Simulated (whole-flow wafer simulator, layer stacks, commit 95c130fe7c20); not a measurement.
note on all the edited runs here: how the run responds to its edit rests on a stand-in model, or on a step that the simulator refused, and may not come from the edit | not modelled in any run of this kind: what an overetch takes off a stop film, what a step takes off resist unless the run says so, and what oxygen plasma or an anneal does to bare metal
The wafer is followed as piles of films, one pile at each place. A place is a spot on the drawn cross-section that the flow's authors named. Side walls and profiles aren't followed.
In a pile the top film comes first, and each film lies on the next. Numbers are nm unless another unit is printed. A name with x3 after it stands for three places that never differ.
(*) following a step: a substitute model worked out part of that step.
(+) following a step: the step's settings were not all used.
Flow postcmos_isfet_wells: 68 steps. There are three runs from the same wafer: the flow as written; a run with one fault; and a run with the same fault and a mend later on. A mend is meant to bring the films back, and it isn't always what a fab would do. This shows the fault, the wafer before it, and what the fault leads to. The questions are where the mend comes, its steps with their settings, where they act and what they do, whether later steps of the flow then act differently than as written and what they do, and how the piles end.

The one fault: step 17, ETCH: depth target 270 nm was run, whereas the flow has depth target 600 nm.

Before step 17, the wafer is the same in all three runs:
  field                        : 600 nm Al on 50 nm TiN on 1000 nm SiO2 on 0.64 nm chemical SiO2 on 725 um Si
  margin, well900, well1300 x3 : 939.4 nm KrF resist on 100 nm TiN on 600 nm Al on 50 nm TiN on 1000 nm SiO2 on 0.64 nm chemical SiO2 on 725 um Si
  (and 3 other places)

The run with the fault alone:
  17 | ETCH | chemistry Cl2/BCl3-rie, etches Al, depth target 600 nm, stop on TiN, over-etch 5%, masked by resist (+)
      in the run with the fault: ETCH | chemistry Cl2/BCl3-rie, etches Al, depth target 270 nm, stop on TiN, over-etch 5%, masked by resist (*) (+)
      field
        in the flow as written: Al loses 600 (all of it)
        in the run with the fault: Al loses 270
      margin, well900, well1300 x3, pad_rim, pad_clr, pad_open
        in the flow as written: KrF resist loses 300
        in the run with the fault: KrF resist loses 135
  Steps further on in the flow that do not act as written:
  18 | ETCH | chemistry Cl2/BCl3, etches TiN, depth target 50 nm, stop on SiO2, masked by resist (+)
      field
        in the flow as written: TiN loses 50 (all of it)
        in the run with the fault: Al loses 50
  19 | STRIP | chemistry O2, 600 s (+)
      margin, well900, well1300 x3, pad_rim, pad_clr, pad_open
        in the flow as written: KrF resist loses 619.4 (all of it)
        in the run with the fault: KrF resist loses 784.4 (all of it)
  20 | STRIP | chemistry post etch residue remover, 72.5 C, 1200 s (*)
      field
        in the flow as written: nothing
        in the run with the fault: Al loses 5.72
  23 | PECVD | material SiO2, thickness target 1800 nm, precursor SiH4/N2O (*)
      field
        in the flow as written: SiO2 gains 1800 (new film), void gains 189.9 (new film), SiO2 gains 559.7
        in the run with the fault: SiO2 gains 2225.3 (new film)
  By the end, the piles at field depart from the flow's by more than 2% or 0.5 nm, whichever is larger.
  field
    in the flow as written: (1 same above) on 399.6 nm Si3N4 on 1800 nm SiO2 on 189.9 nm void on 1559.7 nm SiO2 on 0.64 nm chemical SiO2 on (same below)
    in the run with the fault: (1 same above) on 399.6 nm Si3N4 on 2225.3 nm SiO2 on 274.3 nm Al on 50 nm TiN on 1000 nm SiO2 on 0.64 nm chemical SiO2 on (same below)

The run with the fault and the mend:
  The mend follows step 17.
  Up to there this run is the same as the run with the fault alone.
  17a | ETCH | chemistry Cl2/BCl3-rie, etches Al, depth target 330 nm, stop on TiN, over-etch 5%, masked by resist (the flow's step 17 again, with other settings)
      margin, well900, well1300 x3, pad_rim, pad_clr, pad_open
        KrF resist loses 165
      field
        Al loses 330 (all of it)
  Later steps of the flow that are run all act as written at every place that is followed.
  At every place that both follow, the piles at the end match the flow's.
